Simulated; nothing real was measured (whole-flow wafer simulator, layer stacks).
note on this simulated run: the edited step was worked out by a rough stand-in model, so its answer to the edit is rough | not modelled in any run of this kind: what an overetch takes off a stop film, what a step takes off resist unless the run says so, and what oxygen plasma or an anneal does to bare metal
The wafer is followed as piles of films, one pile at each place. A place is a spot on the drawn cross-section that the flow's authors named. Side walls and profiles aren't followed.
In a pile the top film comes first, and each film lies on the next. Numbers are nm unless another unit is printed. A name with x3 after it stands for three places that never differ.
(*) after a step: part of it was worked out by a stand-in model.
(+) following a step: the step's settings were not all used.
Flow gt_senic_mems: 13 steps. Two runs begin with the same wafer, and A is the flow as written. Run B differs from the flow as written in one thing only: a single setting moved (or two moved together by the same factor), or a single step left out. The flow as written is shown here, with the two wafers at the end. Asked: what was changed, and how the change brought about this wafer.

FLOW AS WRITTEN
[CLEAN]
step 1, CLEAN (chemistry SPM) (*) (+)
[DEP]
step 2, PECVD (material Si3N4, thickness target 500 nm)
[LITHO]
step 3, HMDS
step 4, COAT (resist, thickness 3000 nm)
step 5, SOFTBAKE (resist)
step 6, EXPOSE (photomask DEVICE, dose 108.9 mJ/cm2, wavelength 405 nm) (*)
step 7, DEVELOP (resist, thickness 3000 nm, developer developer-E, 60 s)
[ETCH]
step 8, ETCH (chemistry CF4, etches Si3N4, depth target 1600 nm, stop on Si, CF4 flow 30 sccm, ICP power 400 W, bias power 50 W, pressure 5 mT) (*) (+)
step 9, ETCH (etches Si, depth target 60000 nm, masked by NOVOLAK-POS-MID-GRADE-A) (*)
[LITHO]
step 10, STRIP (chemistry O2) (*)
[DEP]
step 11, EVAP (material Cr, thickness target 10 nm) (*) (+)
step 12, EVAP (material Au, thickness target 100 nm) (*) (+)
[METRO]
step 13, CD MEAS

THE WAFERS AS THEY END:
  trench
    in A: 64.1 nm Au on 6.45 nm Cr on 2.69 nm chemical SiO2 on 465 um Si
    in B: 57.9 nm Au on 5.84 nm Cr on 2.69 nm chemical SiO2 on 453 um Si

Cause: step 9, ETCH: depth target 72000 nm was run, though the flow has depth target 60000 nm.

How this came from the change, step by step:
  step 9, ETCH (etches Si, depth target 60000 nm, masked by NOVOLAK-POS-MID-GRADE-A) (*)
      field: A resist loses 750 | B resist loses 900
      trench: A Si loses 60 um | B Si loses 72 um
  step 10, STRIP (chemistry O2) (*)
      field: A resist loses 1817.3 (all of it) | B resist loses 1667.3 (all of it)
  step 11, EVAP (material Cr, thickness target 10 nm) (*) (+)
      trench: A Cr gains 6.45 (new film) | B Cr gains 5.84 (new film)
  step 12, EVAP (material Au, thickness target 100 nm) (*) (+)
      trench: A Au gains 64.1 (new film) | B Au gains 57.9 (new film)
